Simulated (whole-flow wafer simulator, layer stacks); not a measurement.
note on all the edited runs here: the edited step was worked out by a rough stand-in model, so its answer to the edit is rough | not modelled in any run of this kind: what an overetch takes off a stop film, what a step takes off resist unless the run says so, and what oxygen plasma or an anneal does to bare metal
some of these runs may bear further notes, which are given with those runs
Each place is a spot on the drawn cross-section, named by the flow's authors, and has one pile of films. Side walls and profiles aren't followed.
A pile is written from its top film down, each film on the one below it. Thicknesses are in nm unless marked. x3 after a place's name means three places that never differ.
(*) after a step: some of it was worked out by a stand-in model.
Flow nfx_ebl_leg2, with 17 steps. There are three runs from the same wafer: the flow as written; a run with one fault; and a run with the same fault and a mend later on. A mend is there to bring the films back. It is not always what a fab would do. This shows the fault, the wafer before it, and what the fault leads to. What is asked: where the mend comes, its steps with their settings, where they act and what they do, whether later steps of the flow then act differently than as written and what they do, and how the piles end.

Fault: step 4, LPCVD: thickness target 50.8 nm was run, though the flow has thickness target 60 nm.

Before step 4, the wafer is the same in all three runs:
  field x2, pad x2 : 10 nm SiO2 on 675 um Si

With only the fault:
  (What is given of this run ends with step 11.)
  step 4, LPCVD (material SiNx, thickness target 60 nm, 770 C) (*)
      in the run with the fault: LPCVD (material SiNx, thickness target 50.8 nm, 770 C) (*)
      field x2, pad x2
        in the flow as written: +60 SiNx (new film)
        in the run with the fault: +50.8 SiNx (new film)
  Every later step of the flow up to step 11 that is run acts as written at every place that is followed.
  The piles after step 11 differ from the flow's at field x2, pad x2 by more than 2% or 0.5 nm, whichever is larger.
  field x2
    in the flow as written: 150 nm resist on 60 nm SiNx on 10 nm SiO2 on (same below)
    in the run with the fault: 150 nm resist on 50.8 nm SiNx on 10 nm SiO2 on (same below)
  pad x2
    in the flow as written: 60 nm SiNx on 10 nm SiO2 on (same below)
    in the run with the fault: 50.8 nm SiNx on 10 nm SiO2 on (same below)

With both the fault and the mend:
  After step 11 comes the mend.
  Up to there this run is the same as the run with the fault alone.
  step 11a, STRIP (resist, chemistry O2, 25 C) (*)
      field x2
        -150 resist (all of it)
  step 11b, CLEAN (chemistry SC1/SC2) (*) (the flow's step 2 again)
      does not change any film at any place that is followed
  step 11c, LPCVD (material SiNx, thickness target 9.2 nm, 770 C) (*) (the flow's step 4 again, with other settings)
      field x2, pad x2
        +9.2 SiNx
  step 11d, DEHYDRATE (180 C, 120 s) (the flow's step 6 again)
      does not change any film at any place that is followed
  step 11e, COAT (resist, thickness 150 nm) (the flow's step 7 again)
      field x2, pad x2
        +150 resist (new film)
  step 11f, SOFTBAKE (resist, 150 C, 60 s) (the flow's step 8 again)
      does not change any film at any place that is followed
  step 11g, EXPOSE (PMMA, thickness 150 nm, photomask GRATING) (*) (the flow's step 9 again)
      does not change any film at any place that is followed
  step 11h, DEVELOP (resist, thickness 150 nm, developer developer-C-546, 60 s) (*) (the flow's step 10 again)
      pad x2
        -150 resist (all of it)
  Every later step of the flow that is run acts as written at every place that is followed.
  The piles end the same as the flow's at every place that both follow.
